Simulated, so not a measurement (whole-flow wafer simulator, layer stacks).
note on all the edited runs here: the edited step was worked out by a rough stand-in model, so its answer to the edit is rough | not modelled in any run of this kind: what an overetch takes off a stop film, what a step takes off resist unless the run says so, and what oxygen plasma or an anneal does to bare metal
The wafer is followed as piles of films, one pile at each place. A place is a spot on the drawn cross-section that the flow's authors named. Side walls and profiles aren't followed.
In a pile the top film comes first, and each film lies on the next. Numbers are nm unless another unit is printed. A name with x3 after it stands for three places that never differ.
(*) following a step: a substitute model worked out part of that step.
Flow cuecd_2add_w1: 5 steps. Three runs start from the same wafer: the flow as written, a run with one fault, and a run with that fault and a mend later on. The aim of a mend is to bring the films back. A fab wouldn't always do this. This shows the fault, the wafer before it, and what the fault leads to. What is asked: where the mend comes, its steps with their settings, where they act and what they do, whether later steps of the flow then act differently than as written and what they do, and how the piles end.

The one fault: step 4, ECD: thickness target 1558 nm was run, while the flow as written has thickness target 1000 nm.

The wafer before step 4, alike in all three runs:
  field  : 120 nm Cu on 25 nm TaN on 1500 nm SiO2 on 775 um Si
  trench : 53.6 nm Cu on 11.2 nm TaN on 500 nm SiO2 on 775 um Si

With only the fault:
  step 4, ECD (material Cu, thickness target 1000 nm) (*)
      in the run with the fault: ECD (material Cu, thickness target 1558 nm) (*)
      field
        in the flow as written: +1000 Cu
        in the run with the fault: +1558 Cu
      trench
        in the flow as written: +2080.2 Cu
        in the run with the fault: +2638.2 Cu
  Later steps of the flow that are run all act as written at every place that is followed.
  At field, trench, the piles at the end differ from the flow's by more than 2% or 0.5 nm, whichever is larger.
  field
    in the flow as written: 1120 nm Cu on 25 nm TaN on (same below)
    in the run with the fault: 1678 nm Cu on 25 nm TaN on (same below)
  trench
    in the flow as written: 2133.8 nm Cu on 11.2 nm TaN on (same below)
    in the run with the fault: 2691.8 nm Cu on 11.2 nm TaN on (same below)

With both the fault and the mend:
  The mend stands after step 5.
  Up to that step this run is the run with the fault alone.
  step 5a, ETCH (chemistry cu recess dil, depth target 558 nm)
      field, trench
        -558 Cu
  Later steps of the flow that are run all act as written at every place that is followed.
  The piles end the same as the flow's at every place that both follow.
